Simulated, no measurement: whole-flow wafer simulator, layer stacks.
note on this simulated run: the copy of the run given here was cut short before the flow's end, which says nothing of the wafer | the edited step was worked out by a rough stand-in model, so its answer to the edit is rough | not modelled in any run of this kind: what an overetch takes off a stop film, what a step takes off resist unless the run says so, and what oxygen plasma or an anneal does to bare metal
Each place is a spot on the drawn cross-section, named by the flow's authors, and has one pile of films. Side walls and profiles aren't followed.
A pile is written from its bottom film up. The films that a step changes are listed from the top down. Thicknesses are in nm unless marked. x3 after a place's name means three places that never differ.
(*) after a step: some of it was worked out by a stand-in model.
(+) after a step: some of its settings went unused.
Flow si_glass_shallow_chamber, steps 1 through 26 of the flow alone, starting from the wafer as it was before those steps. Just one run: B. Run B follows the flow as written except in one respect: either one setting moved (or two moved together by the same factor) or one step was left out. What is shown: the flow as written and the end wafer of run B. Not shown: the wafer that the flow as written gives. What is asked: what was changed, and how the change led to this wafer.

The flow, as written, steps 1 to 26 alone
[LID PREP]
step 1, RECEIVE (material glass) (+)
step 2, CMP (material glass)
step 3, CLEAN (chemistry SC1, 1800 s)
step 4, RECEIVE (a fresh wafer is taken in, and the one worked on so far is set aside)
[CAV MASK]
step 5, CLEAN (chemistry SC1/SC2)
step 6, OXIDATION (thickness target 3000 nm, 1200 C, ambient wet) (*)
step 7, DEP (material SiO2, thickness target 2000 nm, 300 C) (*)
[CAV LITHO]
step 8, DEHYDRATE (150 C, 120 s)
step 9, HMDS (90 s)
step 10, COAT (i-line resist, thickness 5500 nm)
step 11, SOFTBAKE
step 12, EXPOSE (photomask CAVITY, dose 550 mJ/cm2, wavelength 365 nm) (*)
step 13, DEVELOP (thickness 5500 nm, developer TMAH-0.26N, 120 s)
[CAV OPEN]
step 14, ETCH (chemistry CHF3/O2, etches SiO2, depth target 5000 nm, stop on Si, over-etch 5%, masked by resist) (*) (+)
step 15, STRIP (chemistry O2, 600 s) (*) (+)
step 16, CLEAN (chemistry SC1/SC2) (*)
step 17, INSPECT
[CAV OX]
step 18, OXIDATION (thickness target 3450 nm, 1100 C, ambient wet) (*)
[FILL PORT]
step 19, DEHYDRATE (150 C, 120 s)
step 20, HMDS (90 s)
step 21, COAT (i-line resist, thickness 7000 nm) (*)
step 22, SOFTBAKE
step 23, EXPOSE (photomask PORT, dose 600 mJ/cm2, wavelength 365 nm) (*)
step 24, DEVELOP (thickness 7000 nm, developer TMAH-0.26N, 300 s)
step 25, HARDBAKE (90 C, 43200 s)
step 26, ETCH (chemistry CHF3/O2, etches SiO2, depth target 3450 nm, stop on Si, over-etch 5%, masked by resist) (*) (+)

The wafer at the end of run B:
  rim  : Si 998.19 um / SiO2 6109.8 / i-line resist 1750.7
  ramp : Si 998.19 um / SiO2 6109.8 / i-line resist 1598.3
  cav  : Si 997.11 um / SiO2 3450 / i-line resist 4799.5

What caused this: step 26, ETCH: over-etch 3.44% was run, though the flow has over-etch 5%.

The path from the change to this, step by step:
  step 26, ETCH (chemistry CHF3/O2, etches SiO2, depth target 3450 nm, stop on Si, over-etch 5%, masked by resist) (*) (+)
      port: -3450 SiO2 (all of it), -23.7 Si (it would be, as written: -3450 SiO2 (all of it), -34.5 Si)
